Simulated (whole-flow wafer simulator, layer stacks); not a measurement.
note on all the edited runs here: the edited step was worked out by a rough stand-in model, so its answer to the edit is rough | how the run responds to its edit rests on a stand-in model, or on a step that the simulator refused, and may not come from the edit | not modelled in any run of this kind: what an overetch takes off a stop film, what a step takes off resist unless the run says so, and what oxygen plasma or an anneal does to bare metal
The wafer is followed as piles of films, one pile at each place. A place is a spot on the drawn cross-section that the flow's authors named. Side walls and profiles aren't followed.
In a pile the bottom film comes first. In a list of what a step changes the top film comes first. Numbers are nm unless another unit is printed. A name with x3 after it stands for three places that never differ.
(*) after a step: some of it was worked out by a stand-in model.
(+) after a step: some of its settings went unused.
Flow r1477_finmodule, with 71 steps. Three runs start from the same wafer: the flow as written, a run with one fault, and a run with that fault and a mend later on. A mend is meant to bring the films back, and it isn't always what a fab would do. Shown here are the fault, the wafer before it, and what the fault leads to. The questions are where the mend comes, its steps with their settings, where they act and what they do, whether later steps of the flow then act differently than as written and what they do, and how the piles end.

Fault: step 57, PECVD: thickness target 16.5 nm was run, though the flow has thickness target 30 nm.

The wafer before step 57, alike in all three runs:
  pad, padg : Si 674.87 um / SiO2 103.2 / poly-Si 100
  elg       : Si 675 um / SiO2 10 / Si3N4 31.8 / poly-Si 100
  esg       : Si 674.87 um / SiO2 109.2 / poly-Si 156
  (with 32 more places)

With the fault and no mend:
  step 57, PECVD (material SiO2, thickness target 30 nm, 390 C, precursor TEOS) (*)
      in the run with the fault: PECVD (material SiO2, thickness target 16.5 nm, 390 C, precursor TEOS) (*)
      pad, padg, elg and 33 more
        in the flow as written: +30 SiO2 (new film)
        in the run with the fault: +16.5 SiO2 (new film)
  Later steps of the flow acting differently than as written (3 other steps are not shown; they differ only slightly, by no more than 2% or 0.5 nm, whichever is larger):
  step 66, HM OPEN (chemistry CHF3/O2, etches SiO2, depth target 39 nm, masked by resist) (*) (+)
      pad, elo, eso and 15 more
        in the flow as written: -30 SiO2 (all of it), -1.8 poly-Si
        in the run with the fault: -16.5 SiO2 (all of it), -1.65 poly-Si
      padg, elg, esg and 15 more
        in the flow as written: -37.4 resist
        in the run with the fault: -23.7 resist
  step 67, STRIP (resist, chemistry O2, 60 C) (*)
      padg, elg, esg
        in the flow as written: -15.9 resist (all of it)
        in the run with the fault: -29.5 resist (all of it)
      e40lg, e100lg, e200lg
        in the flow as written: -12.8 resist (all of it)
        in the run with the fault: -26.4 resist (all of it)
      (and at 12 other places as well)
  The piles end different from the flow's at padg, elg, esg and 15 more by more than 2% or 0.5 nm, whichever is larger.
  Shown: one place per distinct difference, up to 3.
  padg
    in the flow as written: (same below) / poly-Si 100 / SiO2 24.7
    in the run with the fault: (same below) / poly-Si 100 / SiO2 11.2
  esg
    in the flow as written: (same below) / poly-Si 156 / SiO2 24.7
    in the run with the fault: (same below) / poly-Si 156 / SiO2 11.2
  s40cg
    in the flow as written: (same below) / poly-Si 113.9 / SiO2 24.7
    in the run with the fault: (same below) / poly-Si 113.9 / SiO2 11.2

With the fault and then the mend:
  After step 64 comes the mend.
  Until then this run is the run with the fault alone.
  step 64a, STRIP (resist, chemistry O2, 60 C)
      padg, elg, esg
        -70 resist (all of it)
      e40lg, e100lg, e200lg
        -66.9 resist (all of it)
      s40sg, s45sg
        -91 resist (all of it)
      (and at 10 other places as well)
  step 64b, PECVD (material SiO2, thickness target 13.5 nm, 390 C, precursor TEOS) (*) (the flow's step 57, run once more with other settings)
      pad, padg, elg and 33 more
        +13.5 SiO2
  step 64c, COAT (resist, thickness 70 nm) (*) (the flow's step 60, run once more)
      e40lg, e100lg, e200lg, elo, e40lo, e100lo, e200lo
        +66.9 resist (new film)
      pad, padg, elg, esg
        +70 resist (new film)
      s40sg, s45sg, s40so, s45so
        +91 resist (new film)
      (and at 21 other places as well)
  step 64d, SOFTBAKE (180 C, 180 s) (*) (the flow's step 61, run once more)
      leaves every film unchanged at each place that is followed
  step 64e, EXPOSE (resist, photomask GATE) (the flow's step 62, run once more)
      leaves every film unchanged at each place that is followed
  step 64f, DEVELOP (*) (the flow's step 63, run once more)
      elo, e40lo, e100lo, e200lo
        -66.9 resist (all of it)
      eso, e40so
        -129.5 resist (all of it)
      s40so, s45so
        -91 resist (all of it)
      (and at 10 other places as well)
  Later steps of the flow that are run all act as written at every place that is followed.
  By the end, the piles equal the flow's at every place that both follow.
